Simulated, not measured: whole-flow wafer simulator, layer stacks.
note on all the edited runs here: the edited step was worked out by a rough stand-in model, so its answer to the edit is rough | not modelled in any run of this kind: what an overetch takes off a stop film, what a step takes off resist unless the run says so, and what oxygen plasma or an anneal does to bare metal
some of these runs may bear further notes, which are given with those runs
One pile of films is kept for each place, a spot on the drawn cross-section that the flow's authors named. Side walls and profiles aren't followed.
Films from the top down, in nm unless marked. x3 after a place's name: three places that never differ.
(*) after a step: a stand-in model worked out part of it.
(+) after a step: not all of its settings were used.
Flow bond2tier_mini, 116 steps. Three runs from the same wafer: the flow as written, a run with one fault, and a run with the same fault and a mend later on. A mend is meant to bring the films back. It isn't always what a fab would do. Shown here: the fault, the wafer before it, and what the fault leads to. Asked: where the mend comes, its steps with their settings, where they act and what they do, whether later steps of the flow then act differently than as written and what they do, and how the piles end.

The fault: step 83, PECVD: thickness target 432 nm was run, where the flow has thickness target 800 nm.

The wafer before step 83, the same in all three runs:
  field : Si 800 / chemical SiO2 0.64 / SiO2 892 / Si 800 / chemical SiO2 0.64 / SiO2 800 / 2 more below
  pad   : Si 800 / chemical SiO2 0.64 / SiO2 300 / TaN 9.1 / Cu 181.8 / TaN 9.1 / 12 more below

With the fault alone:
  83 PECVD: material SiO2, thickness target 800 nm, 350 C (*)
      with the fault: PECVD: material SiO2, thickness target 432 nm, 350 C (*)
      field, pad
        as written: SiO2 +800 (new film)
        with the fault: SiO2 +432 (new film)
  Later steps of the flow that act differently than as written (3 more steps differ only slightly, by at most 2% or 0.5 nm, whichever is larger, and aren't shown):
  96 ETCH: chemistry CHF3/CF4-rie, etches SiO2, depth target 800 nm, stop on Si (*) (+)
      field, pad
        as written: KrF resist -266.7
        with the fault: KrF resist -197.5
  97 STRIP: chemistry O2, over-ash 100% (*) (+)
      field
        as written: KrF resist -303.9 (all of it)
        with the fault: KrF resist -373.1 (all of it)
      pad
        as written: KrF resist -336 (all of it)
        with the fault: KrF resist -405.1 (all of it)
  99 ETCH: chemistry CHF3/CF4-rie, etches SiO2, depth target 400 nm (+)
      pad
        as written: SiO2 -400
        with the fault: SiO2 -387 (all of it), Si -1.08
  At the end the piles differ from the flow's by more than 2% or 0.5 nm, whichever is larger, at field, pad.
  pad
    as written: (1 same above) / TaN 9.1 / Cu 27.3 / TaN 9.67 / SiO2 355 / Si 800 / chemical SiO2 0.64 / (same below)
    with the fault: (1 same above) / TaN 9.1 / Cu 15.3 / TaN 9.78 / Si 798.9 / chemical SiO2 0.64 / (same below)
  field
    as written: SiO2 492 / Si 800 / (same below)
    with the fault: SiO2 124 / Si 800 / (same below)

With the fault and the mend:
  The mend comes after step 88.
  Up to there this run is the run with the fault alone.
  88a STRIP: chemistry O2, over-ash 100% (+)
      field
        KrF resist -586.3 (all of it)
  88b PECVD: material SiO2, thickness target 368 nm, 350 C (*) (the flow's step 83 once more, with other settings)
      field, pad
        SiO2 +368
  88c COAT: KrF resist, thickness 600 nm (the flow's step 84 once more)
      field, pad
        KrF resist +600 (new film)
  88d SOFTBAKE: KrF resist (the flow's step 85 once more)
      changes no film at any place that is followed
  88e EXPOSE: photomask T3TRIM, NA 0.6 (the flow's step 86 once more)
      changes no film at any place that is followed
  88f PEB: KrF resist (the flow's step 87 once more)
      changes no film at any place that is followed
  88g DEVELOP: developer TMAH-0.26N, 60 s (the flow's step 88 once more)
      field
        KrF resist -13.7
      pad
        KrF resist -600 (all of it)
  No later step of the flow acts differently than as written at any place that is followed.
  At the end the piles are the same as the flow's at every place that both follow.
